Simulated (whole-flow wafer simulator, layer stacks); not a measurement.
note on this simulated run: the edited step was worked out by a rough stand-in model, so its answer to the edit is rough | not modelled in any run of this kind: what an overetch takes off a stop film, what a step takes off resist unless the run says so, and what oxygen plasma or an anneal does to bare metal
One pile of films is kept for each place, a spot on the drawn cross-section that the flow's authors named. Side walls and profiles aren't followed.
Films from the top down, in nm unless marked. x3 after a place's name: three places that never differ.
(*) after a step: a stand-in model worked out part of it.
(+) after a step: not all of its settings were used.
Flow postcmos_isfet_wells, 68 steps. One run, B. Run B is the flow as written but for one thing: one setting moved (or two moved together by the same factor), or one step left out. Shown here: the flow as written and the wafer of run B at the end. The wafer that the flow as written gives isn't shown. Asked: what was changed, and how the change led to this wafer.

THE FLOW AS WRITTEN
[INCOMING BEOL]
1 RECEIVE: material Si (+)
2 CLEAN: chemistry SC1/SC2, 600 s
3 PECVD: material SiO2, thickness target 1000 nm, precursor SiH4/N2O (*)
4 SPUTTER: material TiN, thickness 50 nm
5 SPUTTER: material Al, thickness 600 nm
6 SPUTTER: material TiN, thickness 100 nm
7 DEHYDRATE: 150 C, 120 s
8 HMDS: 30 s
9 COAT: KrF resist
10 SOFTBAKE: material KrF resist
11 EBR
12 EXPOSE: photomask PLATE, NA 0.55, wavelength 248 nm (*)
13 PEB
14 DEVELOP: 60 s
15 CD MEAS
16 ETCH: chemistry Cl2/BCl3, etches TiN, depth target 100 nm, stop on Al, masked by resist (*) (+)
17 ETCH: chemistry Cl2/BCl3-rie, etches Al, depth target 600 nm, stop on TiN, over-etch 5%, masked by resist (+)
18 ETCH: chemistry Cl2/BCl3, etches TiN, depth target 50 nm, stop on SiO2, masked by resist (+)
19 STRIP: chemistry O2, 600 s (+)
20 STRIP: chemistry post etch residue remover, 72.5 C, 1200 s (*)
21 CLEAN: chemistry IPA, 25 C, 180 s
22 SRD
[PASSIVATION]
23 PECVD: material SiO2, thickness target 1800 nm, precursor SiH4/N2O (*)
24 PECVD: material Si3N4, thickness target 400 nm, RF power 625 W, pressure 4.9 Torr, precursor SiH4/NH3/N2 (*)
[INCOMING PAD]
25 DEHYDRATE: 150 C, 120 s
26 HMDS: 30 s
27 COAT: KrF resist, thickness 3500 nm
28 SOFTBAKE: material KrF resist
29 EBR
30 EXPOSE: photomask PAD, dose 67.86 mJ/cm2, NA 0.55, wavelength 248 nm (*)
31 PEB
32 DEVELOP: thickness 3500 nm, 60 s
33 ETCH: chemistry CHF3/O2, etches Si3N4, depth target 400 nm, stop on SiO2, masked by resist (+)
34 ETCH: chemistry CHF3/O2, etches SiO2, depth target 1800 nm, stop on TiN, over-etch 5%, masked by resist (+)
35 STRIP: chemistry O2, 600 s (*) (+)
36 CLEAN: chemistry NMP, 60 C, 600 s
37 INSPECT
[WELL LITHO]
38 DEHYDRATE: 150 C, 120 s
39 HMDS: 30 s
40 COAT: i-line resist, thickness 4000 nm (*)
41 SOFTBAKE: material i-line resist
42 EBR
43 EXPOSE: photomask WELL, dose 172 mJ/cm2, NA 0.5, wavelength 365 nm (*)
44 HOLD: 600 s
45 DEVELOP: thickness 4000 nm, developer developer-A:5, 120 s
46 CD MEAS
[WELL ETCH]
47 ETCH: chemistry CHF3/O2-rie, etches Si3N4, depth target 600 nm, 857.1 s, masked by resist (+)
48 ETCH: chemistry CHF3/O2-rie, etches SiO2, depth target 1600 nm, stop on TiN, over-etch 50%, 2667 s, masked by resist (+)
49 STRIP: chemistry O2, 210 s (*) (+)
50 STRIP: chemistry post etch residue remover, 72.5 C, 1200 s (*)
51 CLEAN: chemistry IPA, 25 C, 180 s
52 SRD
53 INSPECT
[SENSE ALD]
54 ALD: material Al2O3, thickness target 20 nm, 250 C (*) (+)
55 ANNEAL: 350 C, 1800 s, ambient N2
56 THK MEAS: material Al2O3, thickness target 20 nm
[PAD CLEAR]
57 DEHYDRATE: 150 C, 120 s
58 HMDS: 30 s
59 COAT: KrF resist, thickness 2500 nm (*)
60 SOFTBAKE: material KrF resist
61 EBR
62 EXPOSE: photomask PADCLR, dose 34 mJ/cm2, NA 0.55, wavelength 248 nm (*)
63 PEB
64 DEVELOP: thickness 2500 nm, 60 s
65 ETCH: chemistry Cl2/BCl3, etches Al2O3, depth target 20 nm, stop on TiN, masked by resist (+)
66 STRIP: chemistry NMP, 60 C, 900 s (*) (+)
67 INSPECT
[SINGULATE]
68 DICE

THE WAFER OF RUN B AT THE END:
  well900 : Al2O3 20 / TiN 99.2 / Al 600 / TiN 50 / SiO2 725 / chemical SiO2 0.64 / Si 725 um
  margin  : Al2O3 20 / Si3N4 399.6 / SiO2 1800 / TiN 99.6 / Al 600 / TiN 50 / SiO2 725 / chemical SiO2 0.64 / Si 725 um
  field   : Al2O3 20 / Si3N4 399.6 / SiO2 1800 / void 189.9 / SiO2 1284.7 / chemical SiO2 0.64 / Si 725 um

The cause: step 3, PECVD: thickness target 725 nm was run, where the flow has thickness target 1000 nm.
It can be read off the wafer: well900 has SiO2 725, and step 3 as written asks for 1000 nm.

How the change led to this, step by step:
  3 PECVD: material SiO2, thickness target 1000 nm, precursor SiH4/N2O (*)
      field, margin, well900, well1300 x3, pad_rim, pad_clr, pad_open: SiO2 +725 (new film) (as written it would be: SiO2 +1000 (new film))
